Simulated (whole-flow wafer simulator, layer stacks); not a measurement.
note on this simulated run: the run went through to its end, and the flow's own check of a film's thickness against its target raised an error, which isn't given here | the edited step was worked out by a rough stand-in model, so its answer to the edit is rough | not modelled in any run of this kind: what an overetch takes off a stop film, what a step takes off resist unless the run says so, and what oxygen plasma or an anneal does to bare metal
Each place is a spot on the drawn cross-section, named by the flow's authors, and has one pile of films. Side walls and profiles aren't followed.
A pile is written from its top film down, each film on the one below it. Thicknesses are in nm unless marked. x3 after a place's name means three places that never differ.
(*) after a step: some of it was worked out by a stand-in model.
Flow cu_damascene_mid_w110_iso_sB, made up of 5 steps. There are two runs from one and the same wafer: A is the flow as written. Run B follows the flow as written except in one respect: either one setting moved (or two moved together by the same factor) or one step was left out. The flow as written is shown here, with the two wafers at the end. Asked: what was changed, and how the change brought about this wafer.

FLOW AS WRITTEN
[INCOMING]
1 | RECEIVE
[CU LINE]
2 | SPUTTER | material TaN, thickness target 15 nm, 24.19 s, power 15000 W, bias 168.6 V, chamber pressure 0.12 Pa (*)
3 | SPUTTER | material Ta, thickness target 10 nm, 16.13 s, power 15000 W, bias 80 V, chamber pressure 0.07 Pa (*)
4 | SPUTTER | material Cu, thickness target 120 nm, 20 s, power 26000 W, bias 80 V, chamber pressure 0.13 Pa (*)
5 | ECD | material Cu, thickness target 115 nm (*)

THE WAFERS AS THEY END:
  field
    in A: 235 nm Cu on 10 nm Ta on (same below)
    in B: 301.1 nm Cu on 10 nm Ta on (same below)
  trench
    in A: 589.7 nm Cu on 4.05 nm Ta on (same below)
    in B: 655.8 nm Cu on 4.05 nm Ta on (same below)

What caused this: step 5, ECD: thickness target 181.1 nm was run, while the flow as written has thickness target 115 nm.

How this came from the change, step by step:
  5 | ECD | material Cu, thickness target 115 nm (*)
      field: A Cu gains 115 | B Cu gains 181.1
      trench: A Cu gains 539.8 | B Cu gains 605.9
